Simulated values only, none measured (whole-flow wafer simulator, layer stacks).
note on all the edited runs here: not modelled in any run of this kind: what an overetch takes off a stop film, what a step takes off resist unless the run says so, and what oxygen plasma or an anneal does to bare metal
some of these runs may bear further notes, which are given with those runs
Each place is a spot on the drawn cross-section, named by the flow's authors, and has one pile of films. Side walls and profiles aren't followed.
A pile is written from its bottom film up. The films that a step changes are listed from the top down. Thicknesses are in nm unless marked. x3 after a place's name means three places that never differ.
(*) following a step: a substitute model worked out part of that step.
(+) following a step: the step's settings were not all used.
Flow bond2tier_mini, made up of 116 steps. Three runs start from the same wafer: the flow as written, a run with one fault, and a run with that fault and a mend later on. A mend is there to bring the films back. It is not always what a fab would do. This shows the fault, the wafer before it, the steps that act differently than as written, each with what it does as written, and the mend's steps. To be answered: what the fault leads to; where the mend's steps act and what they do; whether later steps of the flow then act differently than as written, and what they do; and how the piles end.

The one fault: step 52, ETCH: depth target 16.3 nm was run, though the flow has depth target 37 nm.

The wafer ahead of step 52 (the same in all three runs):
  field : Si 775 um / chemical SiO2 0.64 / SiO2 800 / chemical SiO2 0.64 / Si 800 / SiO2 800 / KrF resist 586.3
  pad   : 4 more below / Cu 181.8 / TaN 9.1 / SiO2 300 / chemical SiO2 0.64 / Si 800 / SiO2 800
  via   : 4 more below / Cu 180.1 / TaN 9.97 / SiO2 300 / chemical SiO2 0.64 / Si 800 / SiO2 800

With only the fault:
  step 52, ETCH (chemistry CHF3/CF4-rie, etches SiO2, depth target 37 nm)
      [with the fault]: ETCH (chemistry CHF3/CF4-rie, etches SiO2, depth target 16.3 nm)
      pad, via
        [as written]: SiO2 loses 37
        [with the fault]: SiO2 loses 16.3
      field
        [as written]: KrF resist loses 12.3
        [with the fault]: KrF resist loses 5.43
  Steps further on in the flow that do not act as written (5 more steps, not shown, differ only slightly: by at most 2% or 0.5 nm, whichever is larger):
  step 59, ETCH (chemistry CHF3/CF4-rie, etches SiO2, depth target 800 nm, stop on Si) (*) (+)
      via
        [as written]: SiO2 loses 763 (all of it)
        [with the fault]: SiO2 loses 783.7 (all of it)
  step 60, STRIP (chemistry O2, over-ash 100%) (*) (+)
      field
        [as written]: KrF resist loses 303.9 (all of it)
        [with the fault]: KrF resist loses 312.7 (all of it)
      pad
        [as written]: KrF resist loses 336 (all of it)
        [with the fault]: KrF resist loses 326.8 (all of it)
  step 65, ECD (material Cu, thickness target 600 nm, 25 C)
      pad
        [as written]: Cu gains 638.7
        [with the fault]: Cu gains 617
  The piles end different from the flow's at pad by more than 2% or 0.5 nm, whichever is larger.
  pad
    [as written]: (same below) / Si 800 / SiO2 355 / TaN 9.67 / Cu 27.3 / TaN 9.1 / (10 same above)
    [with the fault]: (same below) / Si 800 / SiO2 375.7 / TaN 9.86 / Cu 6.44 / TaN 9.1 / (10 same above)

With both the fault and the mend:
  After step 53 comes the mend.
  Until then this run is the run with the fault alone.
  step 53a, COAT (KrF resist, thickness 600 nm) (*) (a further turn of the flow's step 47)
      field
        KrF resist gains 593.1 (new film)
      pad
        KrF resist gains 607.2 (new film)
      via
        KrF resist gains 606.3 (new film)
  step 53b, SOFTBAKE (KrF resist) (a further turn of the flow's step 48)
      leaves every film unchanged at each place that is followed
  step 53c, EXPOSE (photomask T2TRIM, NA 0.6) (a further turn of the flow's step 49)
      leaves every film unchanged at each place that is followed
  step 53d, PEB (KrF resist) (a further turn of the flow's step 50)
      leaves every film unchanged at each place that is followed
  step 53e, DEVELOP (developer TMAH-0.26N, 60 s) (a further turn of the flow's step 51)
      field
        KrF resist loses 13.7
      pad
        KrF resist loses 607.2 (all of it)
      via
        KrF resist loses 606.3 (all of it)
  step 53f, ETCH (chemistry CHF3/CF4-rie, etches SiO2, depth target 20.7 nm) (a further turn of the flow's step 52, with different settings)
      pad, via
        SiO2 loses 20.7
      field
        KrF resist loses 6.9
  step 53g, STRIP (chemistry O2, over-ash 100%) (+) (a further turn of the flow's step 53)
      field
        KrF resist loses 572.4 (all of it)
  None of the later steps of the flow acts differently than as written at any place that is followed.
  At every place that both follow, the piles at the end match the flow's.
